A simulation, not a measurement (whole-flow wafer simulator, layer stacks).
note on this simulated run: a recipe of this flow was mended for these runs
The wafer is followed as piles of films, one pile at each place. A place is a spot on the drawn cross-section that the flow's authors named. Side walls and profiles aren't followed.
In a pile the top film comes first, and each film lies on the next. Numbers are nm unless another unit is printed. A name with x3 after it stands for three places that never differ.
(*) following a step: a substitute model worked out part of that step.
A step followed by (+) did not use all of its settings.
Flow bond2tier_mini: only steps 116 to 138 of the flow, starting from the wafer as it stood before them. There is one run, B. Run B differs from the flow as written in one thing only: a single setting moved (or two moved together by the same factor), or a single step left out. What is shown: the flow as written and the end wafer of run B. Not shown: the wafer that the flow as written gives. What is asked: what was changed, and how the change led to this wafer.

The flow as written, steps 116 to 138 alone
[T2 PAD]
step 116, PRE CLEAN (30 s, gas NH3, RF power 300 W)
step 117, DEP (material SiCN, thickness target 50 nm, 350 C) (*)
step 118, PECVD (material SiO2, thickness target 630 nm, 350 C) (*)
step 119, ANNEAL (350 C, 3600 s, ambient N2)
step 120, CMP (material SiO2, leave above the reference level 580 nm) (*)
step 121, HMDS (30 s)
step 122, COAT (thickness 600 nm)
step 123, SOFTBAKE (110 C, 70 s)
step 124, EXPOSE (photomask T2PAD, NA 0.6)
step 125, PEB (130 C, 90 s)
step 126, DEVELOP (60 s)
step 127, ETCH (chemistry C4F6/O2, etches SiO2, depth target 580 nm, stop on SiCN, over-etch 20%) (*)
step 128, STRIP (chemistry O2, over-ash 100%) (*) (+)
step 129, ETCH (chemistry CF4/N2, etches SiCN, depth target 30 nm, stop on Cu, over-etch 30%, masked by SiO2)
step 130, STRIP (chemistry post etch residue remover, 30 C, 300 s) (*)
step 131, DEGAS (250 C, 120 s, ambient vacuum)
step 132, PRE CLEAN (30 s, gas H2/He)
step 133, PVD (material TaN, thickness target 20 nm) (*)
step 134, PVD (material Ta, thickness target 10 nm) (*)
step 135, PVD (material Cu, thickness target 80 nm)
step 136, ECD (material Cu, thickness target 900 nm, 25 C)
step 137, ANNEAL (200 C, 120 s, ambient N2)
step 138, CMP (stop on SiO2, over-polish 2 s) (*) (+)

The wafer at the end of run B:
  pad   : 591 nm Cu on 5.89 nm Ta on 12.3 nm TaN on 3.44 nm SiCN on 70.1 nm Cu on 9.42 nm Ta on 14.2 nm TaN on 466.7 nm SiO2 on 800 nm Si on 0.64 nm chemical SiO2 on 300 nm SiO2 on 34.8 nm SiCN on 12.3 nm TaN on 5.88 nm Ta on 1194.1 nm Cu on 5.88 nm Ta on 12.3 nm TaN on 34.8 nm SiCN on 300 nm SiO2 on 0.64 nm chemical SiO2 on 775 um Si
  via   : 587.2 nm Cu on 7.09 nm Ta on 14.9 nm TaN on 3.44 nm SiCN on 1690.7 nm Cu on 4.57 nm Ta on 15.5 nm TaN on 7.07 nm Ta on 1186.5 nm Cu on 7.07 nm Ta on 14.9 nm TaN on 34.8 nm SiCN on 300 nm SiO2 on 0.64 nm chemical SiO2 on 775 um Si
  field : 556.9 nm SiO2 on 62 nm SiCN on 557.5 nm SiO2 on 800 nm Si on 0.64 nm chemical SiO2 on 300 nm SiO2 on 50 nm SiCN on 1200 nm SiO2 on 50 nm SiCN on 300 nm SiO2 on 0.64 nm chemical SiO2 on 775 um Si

The reason: step 117, DEP: thickness target 62 nm was run, whereas the flow has thickness target 50 nm.
The wafer itself shows it: field has SiCN 62, and step 117 as written asks for 50 nm.

The path from the change to this, step by step:
  step 117, DEP (material SiCN, thickness target 50 nm, 350 C) (*)
      field, pad, via: +62 SiCN (new film) (in the flow as written it would be: +50 SiCN (new film))
  step 129, ETCH (chemistry CF4/N2, etches SiCN, depth target 30 nm, stop on Cu, over-etch 30%, masked by SiO2)
      pad, via: -39 SiCN (in the flow as written it would be: -30.4 SiCN (all of it), -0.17 Cu)
  step 130, STRIP (chemistry post etch residue remover, 30 C, 300 s) (*)
      pad, via: nothing (in the flow as written it would be: -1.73 Cu)
If metal films that touch count as one body, pad has 3 bodies (between them, from the top down: SiCN 3.44; SiO2 466.7 / Si 800 / chemical SiO2 0.64 / SiO2 300 / SiCN 34.8); the flow as written gives 2 bodies (between them, from the top down: SiO2 466.7 / Si 800 / chemical SiO2 0.64 / SiO2 300 / SiCN 34.8).
If metal films that touch count as one body, via has 2 bodies (between them, from the top down: SiCN 3.44); the flow as written gives 1 body.
